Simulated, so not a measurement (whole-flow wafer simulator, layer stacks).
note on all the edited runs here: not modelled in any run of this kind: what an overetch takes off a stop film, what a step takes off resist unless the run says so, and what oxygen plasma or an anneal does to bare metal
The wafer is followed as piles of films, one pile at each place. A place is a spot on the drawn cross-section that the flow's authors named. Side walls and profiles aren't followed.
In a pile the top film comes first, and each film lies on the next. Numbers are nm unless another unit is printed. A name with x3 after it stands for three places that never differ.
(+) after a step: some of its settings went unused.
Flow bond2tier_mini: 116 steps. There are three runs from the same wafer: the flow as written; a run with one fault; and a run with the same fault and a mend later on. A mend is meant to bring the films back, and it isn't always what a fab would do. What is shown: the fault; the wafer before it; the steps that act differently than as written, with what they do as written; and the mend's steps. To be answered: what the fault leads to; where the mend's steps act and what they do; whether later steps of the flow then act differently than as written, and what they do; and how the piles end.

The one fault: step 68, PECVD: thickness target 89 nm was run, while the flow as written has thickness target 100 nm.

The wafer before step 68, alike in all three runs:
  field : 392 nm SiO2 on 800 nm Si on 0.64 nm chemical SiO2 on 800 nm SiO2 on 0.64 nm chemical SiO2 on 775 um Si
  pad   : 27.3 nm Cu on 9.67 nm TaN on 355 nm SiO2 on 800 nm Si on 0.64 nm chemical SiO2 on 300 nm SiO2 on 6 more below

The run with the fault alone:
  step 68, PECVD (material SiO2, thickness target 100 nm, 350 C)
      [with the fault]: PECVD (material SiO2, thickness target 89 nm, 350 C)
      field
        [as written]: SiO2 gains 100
        [with the fault]: SiO2 gains 89
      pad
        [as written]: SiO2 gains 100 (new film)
        [with the fault]: SiO2 gains 89 (new film)
  Later steps of the flow acting differently than as written (2 more steps, not shown, differ only slightly: by at most 2% or 0.5 nm, whichever is larger):
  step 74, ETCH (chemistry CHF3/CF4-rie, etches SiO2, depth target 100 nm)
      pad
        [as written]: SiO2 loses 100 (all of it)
        [with the fault]: SiO2 loses 89 (all of it), Cu loses 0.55
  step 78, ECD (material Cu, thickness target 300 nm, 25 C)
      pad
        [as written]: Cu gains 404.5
        [with the fault]: Cu gains 393.5
  By the end, the piles at pad depart from the flow's by more than 2% or 0.5 nm, whichever is larger.
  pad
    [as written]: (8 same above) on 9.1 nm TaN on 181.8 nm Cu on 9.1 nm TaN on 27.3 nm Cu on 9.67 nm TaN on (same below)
    [with the fault]: (8 same above) on 9.1 nm TaN on 171.2 nm Cu on 9.24 nm TaN on 26.8 nm Cu on 9.67 nm TaN on (same below)

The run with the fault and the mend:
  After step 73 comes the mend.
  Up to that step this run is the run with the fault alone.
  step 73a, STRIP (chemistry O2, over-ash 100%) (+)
      field
        KrF resist loses 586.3 (all of it)
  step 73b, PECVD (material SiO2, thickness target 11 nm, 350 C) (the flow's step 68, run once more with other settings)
      field, pad
        SiO2 gains 11
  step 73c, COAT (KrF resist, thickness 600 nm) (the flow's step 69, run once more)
      field, pad
        KrF resist gains 600 (new film)
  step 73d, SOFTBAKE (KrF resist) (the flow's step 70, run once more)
      leaves every film unchanged at each place that is followed
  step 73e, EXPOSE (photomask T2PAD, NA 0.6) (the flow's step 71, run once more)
      leaves every film unchanged at each place that is followed
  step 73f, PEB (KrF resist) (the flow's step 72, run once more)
      leaves every film unchanged at each place that is followed
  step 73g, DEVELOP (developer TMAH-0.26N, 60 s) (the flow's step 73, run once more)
      field
        KrF resist loses 13.7
      pad
        KrF resist loses 600 (all of it)
  None of the later steps of the flow acts differently than as written at any place that is followed.
  At every place that both follow, the piles at the end match the flow's.
